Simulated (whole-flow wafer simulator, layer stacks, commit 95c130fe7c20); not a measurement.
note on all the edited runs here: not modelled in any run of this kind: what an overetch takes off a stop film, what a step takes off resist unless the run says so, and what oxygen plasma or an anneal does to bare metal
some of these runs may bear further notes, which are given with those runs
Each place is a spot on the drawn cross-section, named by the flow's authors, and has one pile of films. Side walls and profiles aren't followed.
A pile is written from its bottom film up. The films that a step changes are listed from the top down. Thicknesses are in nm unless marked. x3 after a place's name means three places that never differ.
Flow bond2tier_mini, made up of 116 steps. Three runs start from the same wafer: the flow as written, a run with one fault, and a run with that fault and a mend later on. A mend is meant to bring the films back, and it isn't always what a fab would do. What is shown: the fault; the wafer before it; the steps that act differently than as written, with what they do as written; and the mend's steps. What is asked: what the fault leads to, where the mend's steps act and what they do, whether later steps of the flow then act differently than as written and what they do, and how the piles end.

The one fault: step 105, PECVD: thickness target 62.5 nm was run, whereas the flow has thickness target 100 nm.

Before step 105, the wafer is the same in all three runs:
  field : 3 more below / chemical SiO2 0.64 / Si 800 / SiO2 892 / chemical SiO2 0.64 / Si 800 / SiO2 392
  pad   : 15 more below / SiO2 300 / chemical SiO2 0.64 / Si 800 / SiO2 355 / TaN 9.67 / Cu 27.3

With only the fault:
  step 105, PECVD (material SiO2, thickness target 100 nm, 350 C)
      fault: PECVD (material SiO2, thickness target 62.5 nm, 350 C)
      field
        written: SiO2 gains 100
        fault: SiO2 gains 62.5
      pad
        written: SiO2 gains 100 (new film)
        fault: SiO2 gains 62.5 (new film)
  Steps further on in the flow that do not act as written (not shown: 2 more steps that differ only slightly, by at most 2% or 0.5 nm, whichever is larger):
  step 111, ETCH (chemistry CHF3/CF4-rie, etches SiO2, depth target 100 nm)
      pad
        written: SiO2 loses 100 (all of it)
        fault: SiO2 loses 62.5 (all of it), Cu loses 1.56
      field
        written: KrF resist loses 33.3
        fault: KrF resist loses 31.2
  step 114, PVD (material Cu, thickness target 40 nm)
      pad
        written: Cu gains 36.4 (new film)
        fault: Cu gains 37.7 (new film)
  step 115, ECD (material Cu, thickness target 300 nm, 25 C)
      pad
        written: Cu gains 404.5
        fault: Cu gains 366.9
  At field, pad, the piles at the end differ from the flow's by more than 2% or 0.5 nm, whichever is larger.
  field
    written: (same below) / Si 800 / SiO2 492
    fault: (same below) / Si 800 / SiO2 454.5
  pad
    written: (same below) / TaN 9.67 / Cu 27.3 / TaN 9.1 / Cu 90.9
    fault: (same below) / TaN 9.67 / Cu 25.8 / TaN 9.47 / Cu 54.6

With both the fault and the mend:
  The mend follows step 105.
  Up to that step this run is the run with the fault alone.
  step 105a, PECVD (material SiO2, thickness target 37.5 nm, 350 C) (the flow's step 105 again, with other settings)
      field, pad
        SiO2 gains 37.5
  Every later step of the flow that is run acts as written at every place that is followed.
  At every place that both follow, the piles at the end match the flow's.
